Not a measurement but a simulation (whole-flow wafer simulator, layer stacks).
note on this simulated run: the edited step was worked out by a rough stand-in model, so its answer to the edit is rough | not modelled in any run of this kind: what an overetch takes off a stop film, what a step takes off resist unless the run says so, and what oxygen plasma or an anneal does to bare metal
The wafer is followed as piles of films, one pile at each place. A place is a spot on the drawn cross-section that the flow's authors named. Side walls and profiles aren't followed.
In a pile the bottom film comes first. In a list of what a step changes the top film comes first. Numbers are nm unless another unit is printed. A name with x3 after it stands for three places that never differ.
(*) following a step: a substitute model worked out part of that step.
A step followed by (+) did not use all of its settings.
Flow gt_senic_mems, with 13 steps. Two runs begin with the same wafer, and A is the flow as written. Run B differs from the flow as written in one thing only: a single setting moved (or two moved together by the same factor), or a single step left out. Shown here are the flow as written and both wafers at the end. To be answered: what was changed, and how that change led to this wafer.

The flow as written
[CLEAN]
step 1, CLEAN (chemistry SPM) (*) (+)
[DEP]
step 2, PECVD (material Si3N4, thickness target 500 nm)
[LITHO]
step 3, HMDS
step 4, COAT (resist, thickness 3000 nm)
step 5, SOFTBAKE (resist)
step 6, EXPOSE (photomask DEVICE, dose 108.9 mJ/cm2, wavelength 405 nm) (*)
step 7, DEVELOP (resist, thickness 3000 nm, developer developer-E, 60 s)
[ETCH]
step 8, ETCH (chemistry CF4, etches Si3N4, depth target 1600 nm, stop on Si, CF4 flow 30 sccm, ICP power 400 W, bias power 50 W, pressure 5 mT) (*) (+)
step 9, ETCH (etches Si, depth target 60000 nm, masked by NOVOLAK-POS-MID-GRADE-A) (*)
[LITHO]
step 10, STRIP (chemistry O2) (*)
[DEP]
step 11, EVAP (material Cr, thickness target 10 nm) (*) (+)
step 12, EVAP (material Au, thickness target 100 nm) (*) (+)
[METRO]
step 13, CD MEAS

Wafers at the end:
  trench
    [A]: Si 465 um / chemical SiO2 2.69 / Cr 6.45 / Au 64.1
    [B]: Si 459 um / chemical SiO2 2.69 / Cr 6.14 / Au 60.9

Cause: step 9, ETCH: depth target 66000 nm was run, though the flow has depth target 60000 nm.

How this came from the change, step by step:
  step 9, ETCH (etches Si, depth target 60000 nm, masked by NOVOLAK-POS-MID-GRADE-A) (*)
      field: A resist loses 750 | B resist loses 825
      trench: A Si loses 60 um | B Si loses 66 um
  step 10, STRIP (chemistry O2) (*)
      field: A resist loses 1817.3 (all of it) | B resist loses 1742.3 (all of it)
  step 12, EVAP (material Au, thickness target 100 nm) (*) (+)
      trench: A Au gains 64.1 (new film) | B Au gains 60.9 (new film)
